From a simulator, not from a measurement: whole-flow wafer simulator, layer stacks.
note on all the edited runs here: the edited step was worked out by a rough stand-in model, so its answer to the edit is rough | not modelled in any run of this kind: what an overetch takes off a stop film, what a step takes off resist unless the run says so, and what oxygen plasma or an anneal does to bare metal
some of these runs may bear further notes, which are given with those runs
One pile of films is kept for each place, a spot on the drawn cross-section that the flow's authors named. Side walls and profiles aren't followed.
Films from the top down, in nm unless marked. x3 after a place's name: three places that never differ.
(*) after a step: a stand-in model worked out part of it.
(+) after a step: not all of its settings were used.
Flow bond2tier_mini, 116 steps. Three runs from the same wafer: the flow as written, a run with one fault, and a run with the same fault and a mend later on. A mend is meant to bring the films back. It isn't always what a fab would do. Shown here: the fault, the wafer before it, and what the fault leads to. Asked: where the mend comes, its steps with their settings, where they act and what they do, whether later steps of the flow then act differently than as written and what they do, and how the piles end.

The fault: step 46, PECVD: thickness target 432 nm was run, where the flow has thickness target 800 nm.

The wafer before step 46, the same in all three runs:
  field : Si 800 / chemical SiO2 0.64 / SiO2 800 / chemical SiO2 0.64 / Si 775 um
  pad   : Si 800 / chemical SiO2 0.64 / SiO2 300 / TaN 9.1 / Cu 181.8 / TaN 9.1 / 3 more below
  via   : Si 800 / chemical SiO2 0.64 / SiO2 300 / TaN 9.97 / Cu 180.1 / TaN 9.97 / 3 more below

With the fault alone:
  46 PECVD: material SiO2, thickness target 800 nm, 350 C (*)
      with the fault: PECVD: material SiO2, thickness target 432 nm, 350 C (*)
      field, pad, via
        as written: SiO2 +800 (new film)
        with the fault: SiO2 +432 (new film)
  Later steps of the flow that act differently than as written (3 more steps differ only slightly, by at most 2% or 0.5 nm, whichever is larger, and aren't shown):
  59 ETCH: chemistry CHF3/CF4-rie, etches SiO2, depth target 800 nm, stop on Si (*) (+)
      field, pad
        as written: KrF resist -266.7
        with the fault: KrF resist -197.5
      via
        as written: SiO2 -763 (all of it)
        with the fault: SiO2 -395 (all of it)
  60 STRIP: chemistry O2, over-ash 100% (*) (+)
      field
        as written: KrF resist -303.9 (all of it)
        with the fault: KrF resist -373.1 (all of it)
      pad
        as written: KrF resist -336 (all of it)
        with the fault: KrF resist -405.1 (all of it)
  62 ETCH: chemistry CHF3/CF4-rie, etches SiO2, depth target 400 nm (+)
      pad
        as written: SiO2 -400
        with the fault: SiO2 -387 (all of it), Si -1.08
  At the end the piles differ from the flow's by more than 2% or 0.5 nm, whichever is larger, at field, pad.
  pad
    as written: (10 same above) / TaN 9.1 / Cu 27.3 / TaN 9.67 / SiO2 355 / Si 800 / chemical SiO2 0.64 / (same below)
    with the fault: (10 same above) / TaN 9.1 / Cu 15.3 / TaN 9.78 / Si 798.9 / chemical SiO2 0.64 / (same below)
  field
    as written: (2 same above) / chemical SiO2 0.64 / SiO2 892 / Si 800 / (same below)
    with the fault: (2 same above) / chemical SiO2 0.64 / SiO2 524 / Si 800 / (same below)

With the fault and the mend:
  The mend comes after step 51.
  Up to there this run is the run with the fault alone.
  51a STRIP: chemistry O2, over-ash 100% (+)
      field
        KrF resist -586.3 (all of it)
  51b PECVD: material SiO2, thickness target 368 nm, 350 C (*) (the flow's step 46 once more, with other settings)
      field, pad, via
        SiO2 +368
  51c COAT: KrF resist, thickness 600 nm (the flow's step 47 once more)
      field, pad, via
        KrF resist +600 (new film)
  51d SOFTBAKE: KrF resist (the flow's step 48 once more)
      changes no film at any place that is followed
  51e EXPOSE: photomask T2TRIM, NA 0.6 (the flow's step 49 once more)
      changes no film at any place that is followed
  51f PEB: KrF resist (the flow's step 50 once more)
      changes no film at any place that is followed
  51g DEVELOP: developer TMAH-0.26N, 60 s (the flow's step 51 once more)
      pad, via
        KrF resist -600 (all of it)
      field
        KrF resist -13.7
  No later step of the flow acts differently than as written at any place that is followed.
  At the end the piles are the same as the flow's at every place that both follow.
